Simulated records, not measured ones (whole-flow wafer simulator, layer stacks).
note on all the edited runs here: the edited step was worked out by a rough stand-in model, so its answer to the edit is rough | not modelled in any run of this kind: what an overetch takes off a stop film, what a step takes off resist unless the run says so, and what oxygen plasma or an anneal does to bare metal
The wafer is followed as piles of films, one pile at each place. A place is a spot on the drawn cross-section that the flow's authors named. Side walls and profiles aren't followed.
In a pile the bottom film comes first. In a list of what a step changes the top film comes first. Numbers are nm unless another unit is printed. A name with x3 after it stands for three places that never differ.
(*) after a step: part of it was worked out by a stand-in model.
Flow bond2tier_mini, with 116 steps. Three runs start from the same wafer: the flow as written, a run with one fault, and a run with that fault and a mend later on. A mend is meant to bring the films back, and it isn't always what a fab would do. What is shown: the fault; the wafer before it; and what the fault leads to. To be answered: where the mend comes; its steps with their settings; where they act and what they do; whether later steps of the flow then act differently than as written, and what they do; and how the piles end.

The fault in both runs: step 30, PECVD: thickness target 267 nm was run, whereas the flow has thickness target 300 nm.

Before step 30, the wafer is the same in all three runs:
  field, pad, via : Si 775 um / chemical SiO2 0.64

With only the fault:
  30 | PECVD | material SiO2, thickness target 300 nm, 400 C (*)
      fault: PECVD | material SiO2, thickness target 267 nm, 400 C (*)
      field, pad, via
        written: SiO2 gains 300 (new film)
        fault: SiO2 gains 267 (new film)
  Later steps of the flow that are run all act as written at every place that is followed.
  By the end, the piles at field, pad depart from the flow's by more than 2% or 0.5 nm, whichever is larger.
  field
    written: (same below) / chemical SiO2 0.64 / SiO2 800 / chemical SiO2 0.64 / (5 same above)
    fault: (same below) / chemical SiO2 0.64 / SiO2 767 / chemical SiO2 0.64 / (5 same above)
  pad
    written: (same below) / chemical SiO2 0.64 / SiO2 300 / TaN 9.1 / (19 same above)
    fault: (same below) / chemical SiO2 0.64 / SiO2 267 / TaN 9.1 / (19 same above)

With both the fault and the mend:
  After step 30 comes the mend.
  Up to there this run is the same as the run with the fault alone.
  30a | PECVD | material SiO2, thickness target 33 nm, 400 C (the flow's step 30 again, with other settings)
      field, pad, via
        SiO2 gains 33
  Later steps of the flow that are run all act as written at every place that is followed.
  At every place that both follow, the piles at the end match the flow's.
